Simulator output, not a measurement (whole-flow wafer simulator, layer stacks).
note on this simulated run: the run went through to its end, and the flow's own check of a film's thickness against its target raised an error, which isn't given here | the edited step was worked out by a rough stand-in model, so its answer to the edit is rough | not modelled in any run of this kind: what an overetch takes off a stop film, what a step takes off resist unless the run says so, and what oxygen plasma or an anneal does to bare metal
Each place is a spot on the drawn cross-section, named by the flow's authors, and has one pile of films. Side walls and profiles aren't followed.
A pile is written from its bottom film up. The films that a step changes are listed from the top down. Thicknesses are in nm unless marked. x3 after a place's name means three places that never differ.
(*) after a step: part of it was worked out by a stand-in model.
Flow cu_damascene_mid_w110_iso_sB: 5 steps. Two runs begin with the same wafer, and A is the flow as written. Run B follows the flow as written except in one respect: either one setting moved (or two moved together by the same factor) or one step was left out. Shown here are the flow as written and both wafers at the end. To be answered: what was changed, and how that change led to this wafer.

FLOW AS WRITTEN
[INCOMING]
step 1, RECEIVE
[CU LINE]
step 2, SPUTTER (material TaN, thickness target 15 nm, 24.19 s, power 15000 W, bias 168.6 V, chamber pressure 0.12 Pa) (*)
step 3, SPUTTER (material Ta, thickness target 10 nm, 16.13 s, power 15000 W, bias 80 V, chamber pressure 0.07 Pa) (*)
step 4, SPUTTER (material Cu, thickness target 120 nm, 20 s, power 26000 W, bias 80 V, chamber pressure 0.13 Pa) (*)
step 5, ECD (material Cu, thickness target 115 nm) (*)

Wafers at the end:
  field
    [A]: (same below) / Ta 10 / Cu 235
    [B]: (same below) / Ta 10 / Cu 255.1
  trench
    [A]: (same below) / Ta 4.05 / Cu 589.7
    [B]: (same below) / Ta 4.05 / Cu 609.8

The reason: step 5, ECD: thickness target 135.1 nm was run, though the flow has thickness target 115 nm.

How this came from the change, step by step:
  step 5, ECD (material Cu, thickness target 115 nm) (*)
      field: A Cu gains 115 | B Cu gains 135.1
      trench: A Cu gains 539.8 | B Cu gains 559.9
